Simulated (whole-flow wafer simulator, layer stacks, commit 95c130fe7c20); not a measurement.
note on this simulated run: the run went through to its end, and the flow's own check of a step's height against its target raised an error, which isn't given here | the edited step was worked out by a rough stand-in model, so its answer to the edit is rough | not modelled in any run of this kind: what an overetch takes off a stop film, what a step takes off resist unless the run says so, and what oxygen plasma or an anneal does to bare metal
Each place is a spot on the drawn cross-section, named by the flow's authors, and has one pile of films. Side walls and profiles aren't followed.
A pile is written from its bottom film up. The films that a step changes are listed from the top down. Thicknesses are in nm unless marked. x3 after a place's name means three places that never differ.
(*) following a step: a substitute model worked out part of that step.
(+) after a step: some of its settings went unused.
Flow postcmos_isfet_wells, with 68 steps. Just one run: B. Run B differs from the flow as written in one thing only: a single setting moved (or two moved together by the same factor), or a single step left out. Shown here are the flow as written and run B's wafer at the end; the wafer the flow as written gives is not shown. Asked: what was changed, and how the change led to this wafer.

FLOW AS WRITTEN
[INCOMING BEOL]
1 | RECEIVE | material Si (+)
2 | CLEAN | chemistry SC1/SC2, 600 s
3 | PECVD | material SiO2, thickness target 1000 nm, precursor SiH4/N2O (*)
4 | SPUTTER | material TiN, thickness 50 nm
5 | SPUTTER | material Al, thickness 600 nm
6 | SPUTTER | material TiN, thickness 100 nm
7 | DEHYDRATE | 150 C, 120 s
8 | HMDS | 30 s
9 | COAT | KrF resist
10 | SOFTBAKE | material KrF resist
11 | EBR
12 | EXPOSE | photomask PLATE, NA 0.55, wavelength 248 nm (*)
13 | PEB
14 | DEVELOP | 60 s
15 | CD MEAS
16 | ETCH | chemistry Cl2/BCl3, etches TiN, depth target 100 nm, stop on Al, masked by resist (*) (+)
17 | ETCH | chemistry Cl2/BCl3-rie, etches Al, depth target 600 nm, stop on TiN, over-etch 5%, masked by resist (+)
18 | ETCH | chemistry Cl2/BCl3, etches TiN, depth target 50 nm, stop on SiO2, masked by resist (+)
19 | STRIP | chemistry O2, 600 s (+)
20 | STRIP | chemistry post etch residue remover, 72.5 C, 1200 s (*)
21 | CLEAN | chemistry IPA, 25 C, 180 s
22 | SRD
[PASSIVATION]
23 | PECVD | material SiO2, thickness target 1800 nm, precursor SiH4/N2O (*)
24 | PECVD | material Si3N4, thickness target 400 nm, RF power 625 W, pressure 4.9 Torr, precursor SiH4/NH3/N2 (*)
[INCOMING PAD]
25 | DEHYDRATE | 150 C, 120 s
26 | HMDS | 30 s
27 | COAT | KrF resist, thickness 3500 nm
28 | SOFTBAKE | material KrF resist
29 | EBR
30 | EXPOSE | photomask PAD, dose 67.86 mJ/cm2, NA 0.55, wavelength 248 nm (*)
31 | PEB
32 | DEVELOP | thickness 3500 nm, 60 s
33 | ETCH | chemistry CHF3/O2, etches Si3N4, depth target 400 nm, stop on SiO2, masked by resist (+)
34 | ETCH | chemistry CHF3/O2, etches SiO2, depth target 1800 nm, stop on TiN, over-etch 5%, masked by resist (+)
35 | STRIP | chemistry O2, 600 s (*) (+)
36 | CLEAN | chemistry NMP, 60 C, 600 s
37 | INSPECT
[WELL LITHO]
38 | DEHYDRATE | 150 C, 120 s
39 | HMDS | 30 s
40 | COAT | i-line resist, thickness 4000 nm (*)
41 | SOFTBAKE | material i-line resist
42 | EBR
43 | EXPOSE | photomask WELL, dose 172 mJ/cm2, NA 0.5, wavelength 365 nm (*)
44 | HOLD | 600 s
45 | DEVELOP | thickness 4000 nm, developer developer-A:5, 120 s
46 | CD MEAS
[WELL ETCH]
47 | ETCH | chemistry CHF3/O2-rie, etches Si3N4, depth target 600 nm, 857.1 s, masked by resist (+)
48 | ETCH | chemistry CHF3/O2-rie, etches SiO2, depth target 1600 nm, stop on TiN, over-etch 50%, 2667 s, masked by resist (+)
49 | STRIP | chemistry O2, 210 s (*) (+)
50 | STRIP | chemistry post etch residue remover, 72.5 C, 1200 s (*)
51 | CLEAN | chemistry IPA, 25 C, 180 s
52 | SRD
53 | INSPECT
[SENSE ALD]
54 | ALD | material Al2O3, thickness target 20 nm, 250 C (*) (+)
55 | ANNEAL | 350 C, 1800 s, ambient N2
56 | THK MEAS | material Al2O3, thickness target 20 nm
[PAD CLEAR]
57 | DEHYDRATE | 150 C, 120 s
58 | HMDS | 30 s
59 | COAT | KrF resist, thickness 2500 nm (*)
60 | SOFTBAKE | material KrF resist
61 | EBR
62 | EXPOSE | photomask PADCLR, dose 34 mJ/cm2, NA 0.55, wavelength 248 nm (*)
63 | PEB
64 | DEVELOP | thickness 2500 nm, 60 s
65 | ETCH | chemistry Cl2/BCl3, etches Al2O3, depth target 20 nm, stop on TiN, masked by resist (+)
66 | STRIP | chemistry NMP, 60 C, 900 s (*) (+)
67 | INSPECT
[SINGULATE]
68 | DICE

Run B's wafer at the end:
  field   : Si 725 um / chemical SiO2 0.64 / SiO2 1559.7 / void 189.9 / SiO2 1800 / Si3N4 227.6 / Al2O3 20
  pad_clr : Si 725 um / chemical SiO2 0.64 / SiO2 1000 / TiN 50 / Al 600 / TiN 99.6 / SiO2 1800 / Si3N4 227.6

What caused this: step 24, PECVD: thickness target 228 nm was run, while the flow as written has thickness target 400 nm.

Step by step, how the change led to this:
  24 | PECVD | material Si3N4, thickness target 400 nm, RF power 625 W, pressure 4.9 Torr, precursor SiH4/NH3/N2 (*)
      field, margin, well900, well1300 x3, pad_rim, pad_clr, pad_open: +228 Si3N4 (new film) (as written it would have been: +400 Si3N4 (new film))
  33 | ETCH | chemistry CHF3/O2, etches Si3N4, depth target 400 nm, stop on SiO2, masked by resist (+)
      field, margin, well900, well1300 x3, pad_rim, pad_clr: -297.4 KrF resist (as written it would have been: -347.8 KrF resist)
      pad_open: -228 Si3N4 (all of it) (as written it would have been: -400 Si3N4 (all of it))
  35 | STRIP | chemistry O2, 600 s (*) (+)
      field, margin, well900, well1300 x3, pad_rim, pad_clr: -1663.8 KrF resist (all of it) (as written it would have been: -1613.3 KrF resist (all of it))
  41 | SOFTBAKE | material i-line resist
      pad_clr: -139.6 i-line resist (as written it would have been: -156.7 i-line resist)
      pad_open: +107.7 i-line resist (as written it would have been: +115.3 i-line resist)
  47 | ETCH | chemistry CHF3/O2-rie, etches Si3N4, depth target 600 nm, 857.1 s, masked by resist (+)
      well900, well1300 x3: -228 Si3N4 (all of it), -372 SiO2 (as written it would have been: -400 Si3N4 (all of it), -200 SiO2)
  48 | ETCH | chemistry CHF3/O2-rie, etches SiO2, depth target 1600 nm, stop on TiN, over-etch 50%, 2667 s, masked by resist (+)
      well900, well1300 x3: -1428 SiO2 (all of it) (as written it would have been: -1600 SiO2 (all of it))
  49 | STRIP | chemistry O2, 210 s (*) (+)
      pad_clr: -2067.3 i-line resist (all of it) (as written it would have been: -1996.5 i-line resist (all of it))
  59 | COAT | KrF resist, thickness 2500 nm (*)
      field: +1531.2 KrF resist (new film) (as written it would have been: +1449 KrF resist (new film))
      margin: +1531.1 KrF resist (new film) (as written it would have been: +1448.9 KrF resist (new film))
      (also at 1 further place)
  63 | PEB
      field, margin: -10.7 KrF resist (as written it would have been: -10.1 KrF resist)
  64 | DEVELOP | thickness 2500 nm, 60 s
      pad_clr: -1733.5 KrF resist (all of it) (as written it would have been: -1676 KrF resist (all of it))
  66 | STRIP | chemistry NMP, 60 C, 900 s (*) (+)
      field: -1481.7 KrF resist (all of it) (as written it would have been: -1400.1 KrF resist (all of it))
      margin: -1481.6 KrF resist (all of it) (as written it would have been: -1400.1 KrF resist (all of it))
